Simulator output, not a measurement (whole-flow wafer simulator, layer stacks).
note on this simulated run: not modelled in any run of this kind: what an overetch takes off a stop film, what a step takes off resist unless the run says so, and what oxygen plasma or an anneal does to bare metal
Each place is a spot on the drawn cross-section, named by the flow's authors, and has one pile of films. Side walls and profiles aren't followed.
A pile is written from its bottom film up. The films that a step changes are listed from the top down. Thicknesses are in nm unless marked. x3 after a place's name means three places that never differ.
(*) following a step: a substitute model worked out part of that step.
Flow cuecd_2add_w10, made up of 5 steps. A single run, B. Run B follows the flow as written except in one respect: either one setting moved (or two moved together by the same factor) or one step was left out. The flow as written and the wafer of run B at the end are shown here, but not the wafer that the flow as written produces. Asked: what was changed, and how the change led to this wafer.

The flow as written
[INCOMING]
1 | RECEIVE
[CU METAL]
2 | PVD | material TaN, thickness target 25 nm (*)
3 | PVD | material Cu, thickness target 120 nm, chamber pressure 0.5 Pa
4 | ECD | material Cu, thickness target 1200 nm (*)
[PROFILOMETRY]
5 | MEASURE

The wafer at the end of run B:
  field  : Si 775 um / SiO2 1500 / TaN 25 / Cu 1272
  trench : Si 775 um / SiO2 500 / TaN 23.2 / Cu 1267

Cause: step 3, PVD: thickness target 72 nm was run, though the flow has thickness target 120 nm.

Step by step, how the change led to this:
  3 | PVD | material Cu, thickness target 120 nm, chamber pressure 0.5 Pa
      field: +72 Cu (new film) (in the flow as written it would be: +120 Cu (new film))
      trench: +67 Cu (new film) (in the flow as written it would be: +111.8 Cu (new film))
